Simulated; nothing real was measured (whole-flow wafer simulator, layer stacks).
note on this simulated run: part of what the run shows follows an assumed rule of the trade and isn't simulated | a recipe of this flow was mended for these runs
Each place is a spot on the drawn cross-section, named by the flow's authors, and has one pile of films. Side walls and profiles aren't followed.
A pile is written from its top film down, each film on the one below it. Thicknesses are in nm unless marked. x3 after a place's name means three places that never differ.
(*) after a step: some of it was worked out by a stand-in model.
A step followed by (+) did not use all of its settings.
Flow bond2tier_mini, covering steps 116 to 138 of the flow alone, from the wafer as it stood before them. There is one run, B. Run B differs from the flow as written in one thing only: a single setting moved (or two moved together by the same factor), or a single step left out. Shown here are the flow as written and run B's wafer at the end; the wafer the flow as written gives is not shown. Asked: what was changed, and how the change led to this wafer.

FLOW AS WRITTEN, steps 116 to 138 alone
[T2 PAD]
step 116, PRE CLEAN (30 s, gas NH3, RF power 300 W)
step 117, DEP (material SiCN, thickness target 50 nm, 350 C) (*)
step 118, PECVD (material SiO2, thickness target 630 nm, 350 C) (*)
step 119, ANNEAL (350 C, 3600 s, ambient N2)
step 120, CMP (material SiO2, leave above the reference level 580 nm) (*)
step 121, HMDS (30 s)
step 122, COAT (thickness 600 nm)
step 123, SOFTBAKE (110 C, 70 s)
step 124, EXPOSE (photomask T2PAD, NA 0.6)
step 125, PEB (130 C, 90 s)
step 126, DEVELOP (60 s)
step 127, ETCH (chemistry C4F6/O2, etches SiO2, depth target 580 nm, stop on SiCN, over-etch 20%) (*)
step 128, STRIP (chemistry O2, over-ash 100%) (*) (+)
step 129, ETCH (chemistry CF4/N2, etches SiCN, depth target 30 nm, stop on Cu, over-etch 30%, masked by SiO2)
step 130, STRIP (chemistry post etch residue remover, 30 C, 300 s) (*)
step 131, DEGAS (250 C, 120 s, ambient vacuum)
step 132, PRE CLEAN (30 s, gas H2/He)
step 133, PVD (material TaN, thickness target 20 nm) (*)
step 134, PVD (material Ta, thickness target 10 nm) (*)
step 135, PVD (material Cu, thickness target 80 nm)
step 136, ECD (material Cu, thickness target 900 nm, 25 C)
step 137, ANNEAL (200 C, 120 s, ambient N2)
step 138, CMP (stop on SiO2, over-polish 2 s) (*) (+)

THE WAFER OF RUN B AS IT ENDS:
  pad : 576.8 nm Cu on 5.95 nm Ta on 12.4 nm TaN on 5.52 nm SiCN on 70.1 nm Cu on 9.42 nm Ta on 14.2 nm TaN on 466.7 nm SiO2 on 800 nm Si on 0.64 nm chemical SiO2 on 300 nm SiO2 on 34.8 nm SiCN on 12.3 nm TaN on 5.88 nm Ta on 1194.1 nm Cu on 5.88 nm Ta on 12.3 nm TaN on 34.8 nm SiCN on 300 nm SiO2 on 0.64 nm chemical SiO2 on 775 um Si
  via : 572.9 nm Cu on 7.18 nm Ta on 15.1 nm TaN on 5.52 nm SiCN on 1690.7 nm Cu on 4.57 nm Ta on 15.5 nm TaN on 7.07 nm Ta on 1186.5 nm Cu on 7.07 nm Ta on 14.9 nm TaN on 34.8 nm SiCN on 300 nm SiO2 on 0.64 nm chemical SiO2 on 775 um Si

Cause: step 127, ETCH: depth target 510.4 nm was run, while the flow as written has depth target 580 nm.

How this came from the change, step by step:
  step 127, ETCH (chemistry C4F6/O2, etches SiO2, depth target 580 nm, stop on SiCN, over-etch 20%) (*)
      pad, via: SiO2 loses 580 (all of it), SiCN loses 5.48 (in the flow as written it would be: SiO2 loses 580 (all of it), SiCN loses 19.6)
      field: thick-KrF-resist loses 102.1 (in the flow as written it would be: thick-KrF-resist loses 116)
  step 128, STRIP (chemistry O2, over-ash 100%) (*) (+)
      field: thick-KrF-resist loses 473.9 (all of it) (in the flow as written it would be: thick-KrF-resist loses 459.9 (all of it))
  step 129, ETCH (chemistry CF4/N2, etches SiCN, depth target 30 nm, stop on Cu, over-etch 30%, masked by SiO2)
      pad, via: SiCN loses 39 (in the flow as written it would be: SiCN loses 30.4 (all of it), Cu loses 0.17)
  step 130, STRIP (chemistry post etch residue remover, 30 C, 300 s) (*)
      pad, via: nothing (in the flow as written it would be: Cu loses 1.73)
If metal films that touch count as one body, pad has 3 bodies (between them, from the top down: SiCN 5.52; SiO2 466.7 / Si 800 / chemical SiO2 0.64 / SiO2 300 / SiCN 34.8); the flow as written gives 2 bodies (between them, from the top down: SiO2 466.7 / Si 800 / chemical SiO2 0.64 / SiO2 300 / SiCN 34.8).
If metal films that touch count as one body, via has 2 bodies (between them, from the top down: SiCN 5.52); the flow as written gives 1 body.
